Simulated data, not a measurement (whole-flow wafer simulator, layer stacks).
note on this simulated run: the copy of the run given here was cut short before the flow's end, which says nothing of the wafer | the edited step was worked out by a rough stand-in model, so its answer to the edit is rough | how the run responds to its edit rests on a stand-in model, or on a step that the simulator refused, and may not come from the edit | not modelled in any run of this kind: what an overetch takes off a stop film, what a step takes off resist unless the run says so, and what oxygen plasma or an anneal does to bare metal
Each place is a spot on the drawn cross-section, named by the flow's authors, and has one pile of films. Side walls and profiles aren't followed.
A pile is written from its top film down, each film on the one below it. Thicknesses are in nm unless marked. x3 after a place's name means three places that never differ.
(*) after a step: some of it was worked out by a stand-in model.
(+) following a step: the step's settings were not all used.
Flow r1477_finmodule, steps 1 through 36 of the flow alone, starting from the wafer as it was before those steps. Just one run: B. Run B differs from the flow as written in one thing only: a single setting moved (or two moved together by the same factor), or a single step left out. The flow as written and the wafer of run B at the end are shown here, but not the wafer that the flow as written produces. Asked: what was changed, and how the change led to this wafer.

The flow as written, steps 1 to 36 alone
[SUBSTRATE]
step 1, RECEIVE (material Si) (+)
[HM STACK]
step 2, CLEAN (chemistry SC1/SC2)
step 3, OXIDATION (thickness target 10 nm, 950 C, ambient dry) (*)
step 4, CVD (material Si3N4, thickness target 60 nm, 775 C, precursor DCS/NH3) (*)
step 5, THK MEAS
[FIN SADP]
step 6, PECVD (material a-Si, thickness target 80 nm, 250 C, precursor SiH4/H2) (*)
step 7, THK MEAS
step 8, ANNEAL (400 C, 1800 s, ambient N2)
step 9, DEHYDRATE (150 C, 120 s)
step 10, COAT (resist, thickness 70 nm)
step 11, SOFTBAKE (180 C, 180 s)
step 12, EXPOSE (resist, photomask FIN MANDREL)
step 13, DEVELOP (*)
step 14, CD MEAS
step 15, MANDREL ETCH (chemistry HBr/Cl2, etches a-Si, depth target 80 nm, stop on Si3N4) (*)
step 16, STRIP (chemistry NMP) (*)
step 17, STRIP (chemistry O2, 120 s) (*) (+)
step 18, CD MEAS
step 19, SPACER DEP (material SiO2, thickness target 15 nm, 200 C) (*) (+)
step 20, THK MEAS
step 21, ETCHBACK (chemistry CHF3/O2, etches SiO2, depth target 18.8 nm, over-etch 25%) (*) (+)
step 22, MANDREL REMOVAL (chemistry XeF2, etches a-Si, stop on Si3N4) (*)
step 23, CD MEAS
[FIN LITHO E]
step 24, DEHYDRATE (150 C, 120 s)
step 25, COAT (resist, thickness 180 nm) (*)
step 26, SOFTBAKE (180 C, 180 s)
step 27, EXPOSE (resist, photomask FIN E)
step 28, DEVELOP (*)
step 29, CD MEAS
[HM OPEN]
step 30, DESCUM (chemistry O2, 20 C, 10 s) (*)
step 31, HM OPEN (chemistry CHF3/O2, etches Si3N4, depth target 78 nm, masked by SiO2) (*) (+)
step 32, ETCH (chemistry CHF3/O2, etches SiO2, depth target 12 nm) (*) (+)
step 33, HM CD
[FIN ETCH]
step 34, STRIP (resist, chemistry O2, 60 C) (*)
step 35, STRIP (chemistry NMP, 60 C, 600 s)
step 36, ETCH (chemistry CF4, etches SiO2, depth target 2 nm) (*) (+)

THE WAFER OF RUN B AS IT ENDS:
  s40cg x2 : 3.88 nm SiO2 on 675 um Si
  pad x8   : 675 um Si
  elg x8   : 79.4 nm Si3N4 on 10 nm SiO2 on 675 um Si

The reason: step 4, CVD: thickness target 85.5 nm was run, whereas the flow has thickness target 60 nm.

The path from the change to this, step by step:
  step 4, CVD (material Si3N4, thickness target 60 nm, 775 C, precursor DCS/NH3) (*)
      pad x8, elg x8, esg x2 and 18 more: +85.5 Si3N4 (new film) (it would be, as written: +60 Si3N4 (new film))
  step 31, HM OPEN (chemistry CHF3/O2, etches Si3N4, depth target 78 nm, masked by SiO2) (*) (+)
      pad x8, esg x2, s40sg x2, s45sg x2, s50sg x2: -78 Si3N4 (it would be, as written: -56.4 Si3N4 (all of it), -10 SiO2 (all of it))
      s40cg x2, s45cg x2, s50cg x2: -78 Si3N4 (it would be, as written: -60 Si3N4 (all of it), -9 SiO2)
  step 32, ETCH (chemistry CHF3/O2, etches SiO2, depth target 12 nm) (*) (+)
      pad x8, s40sg x2, s45sg x2, s50sg x2: -3.88 Si3N4 (all of it), -7.92 SiO2 (it would be, as written: -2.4 Si)
      s40cg x2, s45cg x2, s50cg x2: -7.5 Si3N4 (all of it), -4.12 SiO2 (it would be, as written: -1 SiO2 (all of it), -2.2 Si)
      (as well as at 2 more places)
  step 34, STRIP (resist, chemistry O2, 60 C) (*)
      pad x8, esg x2, s40cg x2, s40sg x2, s45cg x2, s45sg x2, s50cg x2, s50sg x2: nothing (it would be, as written: +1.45 chemical SiO2 (new film), -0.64 Si)
  step 36, ETCH (chemistry CF4, etches SiO2, depth target 2 nm) (*) (+)
      pad x8, esg x2, s40sg x2, s45sg x2, s50sg x2: -2.08 SiO2 (all of it) (it would be, as written: -1.45 chemical SiO2 (all of it), -0.46 Si)
      s40cg x2, s45cg x2, s50cg x2: -2 SiO2 (it would be, as written: -1.45 chemical SiO2 (all of it), -0.46 Si)
